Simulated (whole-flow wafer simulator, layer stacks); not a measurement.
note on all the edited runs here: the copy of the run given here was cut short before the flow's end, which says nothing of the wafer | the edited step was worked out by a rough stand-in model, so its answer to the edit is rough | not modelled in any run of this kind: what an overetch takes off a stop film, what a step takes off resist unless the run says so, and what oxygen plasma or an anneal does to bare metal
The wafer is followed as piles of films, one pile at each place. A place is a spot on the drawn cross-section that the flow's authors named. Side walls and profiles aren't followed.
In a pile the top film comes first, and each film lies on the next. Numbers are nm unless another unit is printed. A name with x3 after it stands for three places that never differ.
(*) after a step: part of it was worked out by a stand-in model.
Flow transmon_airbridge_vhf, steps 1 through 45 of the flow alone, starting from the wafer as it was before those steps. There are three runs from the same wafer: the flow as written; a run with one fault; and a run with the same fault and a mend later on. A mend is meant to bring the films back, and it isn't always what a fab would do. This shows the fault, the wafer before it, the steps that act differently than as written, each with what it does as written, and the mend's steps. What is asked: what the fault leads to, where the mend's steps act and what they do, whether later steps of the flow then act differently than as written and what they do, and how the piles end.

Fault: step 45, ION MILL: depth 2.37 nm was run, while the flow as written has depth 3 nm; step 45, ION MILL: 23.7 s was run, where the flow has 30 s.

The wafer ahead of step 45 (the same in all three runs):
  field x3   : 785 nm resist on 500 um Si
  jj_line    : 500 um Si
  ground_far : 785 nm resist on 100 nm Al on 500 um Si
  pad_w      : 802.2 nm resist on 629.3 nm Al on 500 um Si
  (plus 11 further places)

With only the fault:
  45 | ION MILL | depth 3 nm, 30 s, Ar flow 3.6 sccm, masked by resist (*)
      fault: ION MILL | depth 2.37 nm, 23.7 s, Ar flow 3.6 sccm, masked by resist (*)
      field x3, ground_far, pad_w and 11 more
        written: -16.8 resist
        fault: -13.3 resist
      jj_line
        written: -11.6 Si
        fault: -9.19 Si
  Every later step of the flow that is run acts as written at every place that is followed.
  When the end is reached, the piles differ only a little from the flow's at the places that both follow, at most by 2% or 0.5 nm, whichever is larger.

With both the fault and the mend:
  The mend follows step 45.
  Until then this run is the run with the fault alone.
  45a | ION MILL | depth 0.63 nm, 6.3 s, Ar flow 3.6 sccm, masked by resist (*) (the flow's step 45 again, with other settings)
      field x3, ground_far, pad_w and 11 more
        -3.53 resist
      jj_line
        -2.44 Si
  Every later step of the flow that is run acts as written at every place that is followed.
  The piles end the same as the flow's at every place that both follow.
